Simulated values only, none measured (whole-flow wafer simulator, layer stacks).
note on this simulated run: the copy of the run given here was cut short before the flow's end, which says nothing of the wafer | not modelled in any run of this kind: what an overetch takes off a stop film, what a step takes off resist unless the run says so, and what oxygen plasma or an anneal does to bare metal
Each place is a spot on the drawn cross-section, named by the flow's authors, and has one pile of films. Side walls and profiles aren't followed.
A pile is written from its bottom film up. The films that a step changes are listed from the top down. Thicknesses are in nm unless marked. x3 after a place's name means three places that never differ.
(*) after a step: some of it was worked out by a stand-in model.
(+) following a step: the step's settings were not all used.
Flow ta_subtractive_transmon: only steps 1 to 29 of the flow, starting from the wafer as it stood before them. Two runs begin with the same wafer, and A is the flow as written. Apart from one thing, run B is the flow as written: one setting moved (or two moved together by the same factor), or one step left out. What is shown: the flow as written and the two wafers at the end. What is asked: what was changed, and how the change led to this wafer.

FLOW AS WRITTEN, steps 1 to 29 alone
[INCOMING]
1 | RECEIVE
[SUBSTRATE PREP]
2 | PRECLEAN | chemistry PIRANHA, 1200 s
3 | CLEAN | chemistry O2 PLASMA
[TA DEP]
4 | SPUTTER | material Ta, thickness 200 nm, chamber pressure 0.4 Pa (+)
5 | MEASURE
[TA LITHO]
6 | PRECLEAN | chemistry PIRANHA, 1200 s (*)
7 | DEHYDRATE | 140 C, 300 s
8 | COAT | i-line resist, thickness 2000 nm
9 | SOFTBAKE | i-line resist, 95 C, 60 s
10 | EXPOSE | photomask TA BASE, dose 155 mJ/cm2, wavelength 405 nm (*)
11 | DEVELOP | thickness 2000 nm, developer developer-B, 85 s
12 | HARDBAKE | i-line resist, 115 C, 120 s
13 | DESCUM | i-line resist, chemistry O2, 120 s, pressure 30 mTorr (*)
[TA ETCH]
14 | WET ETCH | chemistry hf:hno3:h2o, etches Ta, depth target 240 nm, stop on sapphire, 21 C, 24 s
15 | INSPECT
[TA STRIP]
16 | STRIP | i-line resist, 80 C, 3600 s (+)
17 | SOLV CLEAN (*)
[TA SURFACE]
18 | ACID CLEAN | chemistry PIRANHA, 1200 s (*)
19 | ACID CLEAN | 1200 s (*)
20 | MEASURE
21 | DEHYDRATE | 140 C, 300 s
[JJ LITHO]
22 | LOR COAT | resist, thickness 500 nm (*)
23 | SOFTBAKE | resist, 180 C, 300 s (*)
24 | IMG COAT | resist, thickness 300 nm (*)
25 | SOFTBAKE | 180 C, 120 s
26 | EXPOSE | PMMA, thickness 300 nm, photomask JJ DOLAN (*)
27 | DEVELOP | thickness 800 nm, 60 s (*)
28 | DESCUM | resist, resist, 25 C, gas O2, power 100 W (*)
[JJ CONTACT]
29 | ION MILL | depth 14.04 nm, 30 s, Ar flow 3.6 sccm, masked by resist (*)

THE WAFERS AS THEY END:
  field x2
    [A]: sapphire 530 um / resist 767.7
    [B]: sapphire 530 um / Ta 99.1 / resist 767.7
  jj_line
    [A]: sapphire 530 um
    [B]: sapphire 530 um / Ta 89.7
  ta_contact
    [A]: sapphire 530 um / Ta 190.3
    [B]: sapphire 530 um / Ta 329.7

Cause: step 4, SPUTTER: thickness 339.4 nm was run, though the flow has thickness 200 nm.

Step by step, how the change led to this:
  4 | SPUTTER | material Ta, thickness 200 nm, chamber pressure 0.4 Pa (+)
      field x2, jj_line, lead, ta_contact, ta_pad: A +200 Ta (new film) | B +339.4 Ta (new film)
  14 | WET ETCH | chemistry hf:hno3:h2o, etches Ta, depth target 240 nm, stop on sapphire, 21 C, 24 s
      field x2, jj_line, lead: A -200 Ta (all of it) | B -240 Ta
  22 | LOR COAT | resist, thickness 500 nm (*)
      ta_contact: A +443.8 resist (new film) | B +433.7 resist (new film)
  29 | ION MILL | depth 14.04 nm, 30 s, Ar flow 3.6 sccm, masked by resist (*)
      jj_line, lead: A -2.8 sapphire | B -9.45 Ta
Taking metal films that touch as one body, field x2 has 1 body; the flow as written gives 0 bodies.
Taking metal films that touch as one body, jj_line has 1 body; the flow as written gives 0 bodies.
